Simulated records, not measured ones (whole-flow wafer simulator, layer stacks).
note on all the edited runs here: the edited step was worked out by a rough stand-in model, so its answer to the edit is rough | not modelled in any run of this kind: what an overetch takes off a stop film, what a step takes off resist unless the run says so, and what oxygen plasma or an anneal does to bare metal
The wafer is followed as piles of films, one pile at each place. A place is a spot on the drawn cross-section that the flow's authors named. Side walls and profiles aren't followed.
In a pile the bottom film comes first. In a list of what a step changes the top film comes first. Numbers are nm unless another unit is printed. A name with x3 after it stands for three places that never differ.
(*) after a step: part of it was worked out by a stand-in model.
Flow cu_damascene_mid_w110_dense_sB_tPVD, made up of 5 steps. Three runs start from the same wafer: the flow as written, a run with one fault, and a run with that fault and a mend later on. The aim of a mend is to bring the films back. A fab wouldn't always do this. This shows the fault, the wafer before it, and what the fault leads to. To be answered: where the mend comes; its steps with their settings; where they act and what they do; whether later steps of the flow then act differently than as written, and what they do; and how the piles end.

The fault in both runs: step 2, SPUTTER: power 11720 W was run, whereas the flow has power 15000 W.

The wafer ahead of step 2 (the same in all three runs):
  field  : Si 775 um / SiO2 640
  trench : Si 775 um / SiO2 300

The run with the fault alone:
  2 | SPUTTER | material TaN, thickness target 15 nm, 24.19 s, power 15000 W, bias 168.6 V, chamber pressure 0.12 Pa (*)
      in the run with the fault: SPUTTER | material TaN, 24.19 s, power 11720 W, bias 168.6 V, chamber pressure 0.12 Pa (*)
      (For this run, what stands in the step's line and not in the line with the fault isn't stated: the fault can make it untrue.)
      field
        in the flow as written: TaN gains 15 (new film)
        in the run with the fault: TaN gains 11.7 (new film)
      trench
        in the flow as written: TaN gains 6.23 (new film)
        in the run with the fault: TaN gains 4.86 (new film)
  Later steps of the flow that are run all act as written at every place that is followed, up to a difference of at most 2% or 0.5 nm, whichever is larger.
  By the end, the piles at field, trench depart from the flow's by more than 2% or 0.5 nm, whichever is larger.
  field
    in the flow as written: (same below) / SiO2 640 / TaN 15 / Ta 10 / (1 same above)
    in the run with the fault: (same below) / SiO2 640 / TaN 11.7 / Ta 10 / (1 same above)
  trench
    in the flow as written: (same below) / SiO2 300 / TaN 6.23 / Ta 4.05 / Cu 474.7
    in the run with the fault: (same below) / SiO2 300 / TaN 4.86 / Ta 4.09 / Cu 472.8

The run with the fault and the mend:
  The mend follows step 2.
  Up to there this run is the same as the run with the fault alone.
  2a | SPUTTER | material TaN, thickness target 3.3 nm, 5.294 s, power 15000 W, bias 168.6 V, chamber pressure 0.12 Pa (*) (a further turn of the flow's step 2, with different settings)
      field
        TaN gains 3.3
      trench
        TaN gains 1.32
  Later steps of the flow that are run all act as written at every place that is followed, up to a difference of at most 2% or 0.5 nm, whichever is larger.
  At the end the piles are close to the flow's at the places that both follow, differing by at most 2% or 0.5 nm, whichever is larger.
